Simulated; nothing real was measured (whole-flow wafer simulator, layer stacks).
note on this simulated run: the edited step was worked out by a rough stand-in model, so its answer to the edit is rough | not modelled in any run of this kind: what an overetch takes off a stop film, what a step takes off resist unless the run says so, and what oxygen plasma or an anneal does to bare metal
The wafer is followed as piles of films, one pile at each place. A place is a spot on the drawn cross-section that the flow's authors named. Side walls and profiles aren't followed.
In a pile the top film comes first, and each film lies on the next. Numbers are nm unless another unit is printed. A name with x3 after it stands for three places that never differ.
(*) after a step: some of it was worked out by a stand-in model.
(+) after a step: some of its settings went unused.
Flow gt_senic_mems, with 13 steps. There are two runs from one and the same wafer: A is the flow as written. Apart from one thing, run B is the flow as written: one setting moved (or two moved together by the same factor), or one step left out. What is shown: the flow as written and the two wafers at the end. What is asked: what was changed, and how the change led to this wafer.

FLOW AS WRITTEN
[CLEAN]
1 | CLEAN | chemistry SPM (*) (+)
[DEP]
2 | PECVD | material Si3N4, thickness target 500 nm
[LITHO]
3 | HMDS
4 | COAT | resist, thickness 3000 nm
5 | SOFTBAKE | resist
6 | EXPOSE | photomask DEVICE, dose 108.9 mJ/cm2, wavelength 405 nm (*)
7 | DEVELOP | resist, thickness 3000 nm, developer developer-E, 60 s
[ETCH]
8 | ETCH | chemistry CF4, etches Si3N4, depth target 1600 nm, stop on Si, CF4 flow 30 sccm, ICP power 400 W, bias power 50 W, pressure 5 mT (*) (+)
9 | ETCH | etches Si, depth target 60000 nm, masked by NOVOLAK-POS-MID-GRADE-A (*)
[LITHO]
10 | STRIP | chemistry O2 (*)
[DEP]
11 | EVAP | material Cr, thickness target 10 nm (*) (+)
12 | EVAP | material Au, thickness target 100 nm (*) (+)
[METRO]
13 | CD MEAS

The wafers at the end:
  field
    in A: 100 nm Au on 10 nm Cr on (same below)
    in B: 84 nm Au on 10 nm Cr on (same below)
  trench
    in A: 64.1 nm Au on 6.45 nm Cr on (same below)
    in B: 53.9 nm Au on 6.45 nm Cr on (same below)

What caused this: step 12, EVAP: thickness target 84 nm was run, though the flow has thickness target 100 nm.
The wafer lets one read it off: field has Au 84, and step 12 as written asks for 100 nm.

The path from the change to this, step by step:
  12 | EVAP | material Au, thickness target 100 nm (*) (+)
      field: A Au gains 100 (new film) | B Au gains 84 (new film)
      trench: A Au gains 64.1 (new film) | B Au gains 53.9 (new film)
